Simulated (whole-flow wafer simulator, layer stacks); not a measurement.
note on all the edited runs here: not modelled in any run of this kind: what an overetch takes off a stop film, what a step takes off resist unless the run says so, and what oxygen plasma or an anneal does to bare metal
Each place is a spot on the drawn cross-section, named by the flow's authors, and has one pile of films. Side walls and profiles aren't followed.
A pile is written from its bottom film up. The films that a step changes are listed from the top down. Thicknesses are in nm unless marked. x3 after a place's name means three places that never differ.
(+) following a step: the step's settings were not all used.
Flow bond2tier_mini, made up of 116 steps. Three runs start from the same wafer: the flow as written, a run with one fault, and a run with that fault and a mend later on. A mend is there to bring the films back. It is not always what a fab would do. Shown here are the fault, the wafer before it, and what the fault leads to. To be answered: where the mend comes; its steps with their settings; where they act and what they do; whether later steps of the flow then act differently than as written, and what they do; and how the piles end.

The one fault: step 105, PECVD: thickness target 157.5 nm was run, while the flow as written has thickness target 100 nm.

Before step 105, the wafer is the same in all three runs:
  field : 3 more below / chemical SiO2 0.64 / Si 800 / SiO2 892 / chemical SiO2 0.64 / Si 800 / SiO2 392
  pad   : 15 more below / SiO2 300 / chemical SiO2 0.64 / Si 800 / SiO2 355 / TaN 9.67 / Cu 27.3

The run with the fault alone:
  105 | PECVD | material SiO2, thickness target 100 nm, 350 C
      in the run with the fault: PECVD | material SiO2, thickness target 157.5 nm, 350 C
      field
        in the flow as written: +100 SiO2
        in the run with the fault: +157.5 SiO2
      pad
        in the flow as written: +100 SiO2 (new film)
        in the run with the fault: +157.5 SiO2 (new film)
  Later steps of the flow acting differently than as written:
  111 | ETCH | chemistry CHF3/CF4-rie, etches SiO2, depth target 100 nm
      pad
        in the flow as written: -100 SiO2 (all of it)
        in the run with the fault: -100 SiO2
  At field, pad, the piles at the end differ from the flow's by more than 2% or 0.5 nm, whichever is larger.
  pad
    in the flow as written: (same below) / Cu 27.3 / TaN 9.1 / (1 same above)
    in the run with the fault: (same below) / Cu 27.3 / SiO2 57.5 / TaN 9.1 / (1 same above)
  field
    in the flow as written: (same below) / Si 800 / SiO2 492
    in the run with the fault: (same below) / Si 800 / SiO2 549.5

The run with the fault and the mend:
  The mend follows step 110.
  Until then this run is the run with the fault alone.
  110a | STRIP | chemistry O2, over-ash 100% (+)
      field
        -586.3 KrF resist (all of it)
  110b | ETCH | chemistry CHF3/CF4-rie, etches SiO2, depth target 57.5 nm (the flow's step 62 again, with other settings)
      field, pad
        -57.5 SiO2
  110c | COAT | KrF resist, thickness 600 nm (the flow's step 106 again)
      field, pad
        +600 KrF resist (new film)
  110d | SOFTBAKE | KrF resist (the flow's step 107 again)
      alters no film at any place that is followed
  110e | EXPOSE | photomask T3PAD, NA 0.6 (the flow's step 108 again)
      alters no film at any place that is followed
  110f | PEB | KrF resist (the flow's step 109 again)
      alters no film at any place that is followed
  110g | DEVELOP | developer TMAH-0.26N, 60 s (the flow's step 110 again)
      field
        -13.7 KrF resist
      pad
        -600 KrF resist (all of it)
  None of the later steps of the flow acts differently than as written at any place that is followed.
  By the end, the piles equal the flow's at every place that both follow.
